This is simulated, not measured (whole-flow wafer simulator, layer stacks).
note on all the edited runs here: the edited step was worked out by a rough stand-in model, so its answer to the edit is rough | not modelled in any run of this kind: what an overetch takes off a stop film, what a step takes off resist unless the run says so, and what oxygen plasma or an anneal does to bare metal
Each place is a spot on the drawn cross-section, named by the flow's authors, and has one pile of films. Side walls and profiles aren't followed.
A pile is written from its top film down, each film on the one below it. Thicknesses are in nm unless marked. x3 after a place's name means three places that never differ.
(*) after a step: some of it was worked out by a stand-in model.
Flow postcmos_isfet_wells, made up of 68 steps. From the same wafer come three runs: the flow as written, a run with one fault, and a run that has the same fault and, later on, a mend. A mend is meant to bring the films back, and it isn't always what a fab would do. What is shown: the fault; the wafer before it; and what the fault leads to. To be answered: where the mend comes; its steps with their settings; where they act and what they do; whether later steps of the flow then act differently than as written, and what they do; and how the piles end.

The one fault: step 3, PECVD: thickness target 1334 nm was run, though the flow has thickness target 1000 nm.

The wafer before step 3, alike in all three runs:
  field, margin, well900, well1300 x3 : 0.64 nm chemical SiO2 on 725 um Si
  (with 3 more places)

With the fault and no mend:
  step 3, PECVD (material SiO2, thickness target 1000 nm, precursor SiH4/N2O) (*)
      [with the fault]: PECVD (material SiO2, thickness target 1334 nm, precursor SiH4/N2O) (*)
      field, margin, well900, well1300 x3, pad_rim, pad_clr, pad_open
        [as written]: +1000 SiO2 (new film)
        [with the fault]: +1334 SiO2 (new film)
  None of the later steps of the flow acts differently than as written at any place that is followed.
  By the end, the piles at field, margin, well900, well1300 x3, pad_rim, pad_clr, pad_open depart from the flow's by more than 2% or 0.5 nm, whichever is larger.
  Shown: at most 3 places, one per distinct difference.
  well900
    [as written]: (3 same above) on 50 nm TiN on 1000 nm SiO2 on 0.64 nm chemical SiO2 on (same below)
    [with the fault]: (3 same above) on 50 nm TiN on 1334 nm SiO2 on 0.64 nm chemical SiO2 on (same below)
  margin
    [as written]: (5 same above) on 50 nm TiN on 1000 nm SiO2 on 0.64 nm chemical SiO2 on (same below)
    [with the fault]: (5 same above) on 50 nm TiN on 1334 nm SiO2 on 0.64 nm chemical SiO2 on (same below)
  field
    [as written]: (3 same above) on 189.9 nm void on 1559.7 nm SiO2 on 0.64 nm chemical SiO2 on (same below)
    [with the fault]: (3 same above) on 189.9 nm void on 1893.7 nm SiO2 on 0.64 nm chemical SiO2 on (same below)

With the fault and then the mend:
  The mend follows step 3.
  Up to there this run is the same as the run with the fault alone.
  step 3a, ETCH (chemistry boe, depth target 1534 nm)
      field, margin, well900, well1300 x3, pad_rim, pad_clr, pad_open
        -1334 SiO2 (all of it), -0.64 chemical SiO2 (all of it)
  step 3b, PECVD (material SiO2, thickness target 1000 nm, precursor SiH4/N2O) (the flow's step 3 again)
      field, margin, well900, well1300 x3, pad_rim, pad_clr, pad_open
        +1000 SiO2 (new film)
  None of the later steps of the flow acts differently than as written at any place that is followed.
  By the end, the piles at field, margin, well900, well1300 x3, pad_rim, pad_clr, pad_open depart from the flow's by more than 2% or 0.5 nm, whichever is larger.
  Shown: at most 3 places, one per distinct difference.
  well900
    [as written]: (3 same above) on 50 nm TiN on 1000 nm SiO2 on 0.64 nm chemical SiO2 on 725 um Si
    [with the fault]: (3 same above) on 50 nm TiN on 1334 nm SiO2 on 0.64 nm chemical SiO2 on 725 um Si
    [with the mend]: (3 same above) on 50 nm TiN on 1000 nm SiO2 on 725 um Si
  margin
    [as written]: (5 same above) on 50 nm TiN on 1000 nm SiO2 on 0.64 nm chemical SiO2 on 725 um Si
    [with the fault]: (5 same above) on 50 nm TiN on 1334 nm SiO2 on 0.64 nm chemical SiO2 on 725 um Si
    [with the mend]: (5 same above) on 50 nm TiN on 1000 nm SiO2 on 725 um Si
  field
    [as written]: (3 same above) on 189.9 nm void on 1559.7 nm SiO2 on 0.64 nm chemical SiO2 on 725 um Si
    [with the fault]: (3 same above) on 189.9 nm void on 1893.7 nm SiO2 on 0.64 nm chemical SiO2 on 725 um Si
    [with the mend]: (3 same above) on 189.9 nm void on 1559.7 nm SiO2 on 725 um Si
